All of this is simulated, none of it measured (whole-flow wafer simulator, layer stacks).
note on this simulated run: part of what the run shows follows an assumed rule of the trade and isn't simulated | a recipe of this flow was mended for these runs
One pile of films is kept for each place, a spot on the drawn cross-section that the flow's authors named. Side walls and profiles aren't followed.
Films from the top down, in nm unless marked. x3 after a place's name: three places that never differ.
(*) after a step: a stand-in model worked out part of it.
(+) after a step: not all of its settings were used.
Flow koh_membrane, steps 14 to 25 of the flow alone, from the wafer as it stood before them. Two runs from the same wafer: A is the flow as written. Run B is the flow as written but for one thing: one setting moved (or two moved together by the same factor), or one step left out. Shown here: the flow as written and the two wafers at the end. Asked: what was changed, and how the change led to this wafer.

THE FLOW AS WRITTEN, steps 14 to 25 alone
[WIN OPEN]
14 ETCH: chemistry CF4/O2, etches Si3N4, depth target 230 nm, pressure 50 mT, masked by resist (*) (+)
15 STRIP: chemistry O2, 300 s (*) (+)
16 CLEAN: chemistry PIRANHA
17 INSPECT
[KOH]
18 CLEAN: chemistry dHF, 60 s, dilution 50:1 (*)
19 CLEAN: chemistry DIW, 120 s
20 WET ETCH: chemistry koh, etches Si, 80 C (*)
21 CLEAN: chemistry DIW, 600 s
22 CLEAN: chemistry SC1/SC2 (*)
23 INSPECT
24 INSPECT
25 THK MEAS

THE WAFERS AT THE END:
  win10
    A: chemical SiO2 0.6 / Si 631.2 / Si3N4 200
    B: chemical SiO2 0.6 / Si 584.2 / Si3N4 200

The cause: step 14, ETCH: depth target 277 nm was run, where the flow has depth target 230 nm.

How the change led to this, step by step:
  14 ETCH: chemistry CF4/O2, etches Si3N4, depth target 230 nm, pressure 50 mT, masked by resist (*) (+)
      win20 x4, win10: A Si3N4 -200 (all of it), chemical SiO2 -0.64 (all of it), Si -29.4 | B Si3N4 -200 (all of it), chemical SiO2 -0.64 (all of it), Si -76.4
      field: A i-line-resist -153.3 | B i-line-resist -184.7
  15 STRIP: chemistry O2, 300 s (*) (+)
      field: A i-line-resist -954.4 (all of it) | B i-line-resist -923.1 (all of it)
